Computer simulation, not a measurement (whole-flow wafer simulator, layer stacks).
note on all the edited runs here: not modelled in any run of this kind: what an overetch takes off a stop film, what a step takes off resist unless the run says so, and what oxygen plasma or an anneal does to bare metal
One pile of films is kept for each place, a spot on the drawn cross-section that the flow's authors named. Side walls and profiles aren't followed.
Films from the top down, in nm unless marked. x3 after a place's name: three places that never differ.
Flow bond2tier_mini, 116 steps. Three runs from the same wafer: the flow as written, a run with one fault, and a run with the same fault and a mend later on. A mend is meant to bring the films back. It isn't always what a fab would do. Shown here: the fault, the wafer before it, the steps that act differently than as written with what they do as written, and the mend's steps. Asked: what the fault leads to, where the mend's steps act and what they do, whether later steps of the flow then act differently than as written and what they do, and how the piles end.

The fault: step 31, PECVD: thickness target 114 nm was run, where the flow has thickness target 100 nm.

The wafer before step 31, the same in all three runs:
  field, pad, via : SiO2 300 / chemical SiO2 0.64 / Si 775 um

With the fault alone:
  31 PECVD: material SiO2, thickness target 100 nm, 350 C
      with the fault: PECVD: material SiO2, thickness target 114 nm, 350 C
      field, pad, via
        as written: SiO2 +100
        with the fault: SiO2 +114
  No later step of the flow acts differently than as written at any place that is followed.
  At the end the piles differ from the flow's by more than 2% or 0.5 nm, whichever is larger, at pad.
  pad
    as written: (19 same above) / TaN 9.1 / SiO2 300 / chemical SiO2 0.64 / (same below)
    with the fault: (19 same above) / TaN 9.1 / SiO2 314 / chemical SiO2 0.64 / (same below)

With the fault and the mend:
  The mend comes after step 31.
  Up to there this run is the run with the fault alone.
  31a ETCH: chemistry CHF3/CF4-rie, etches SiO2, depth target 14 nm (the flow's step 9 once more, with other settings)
      field, pad, via
        SiO2 -14
  No later step of the flow acts differently than as written at any place that is followed.
  At the end the piles are the same as the flow's at every place that both follow.
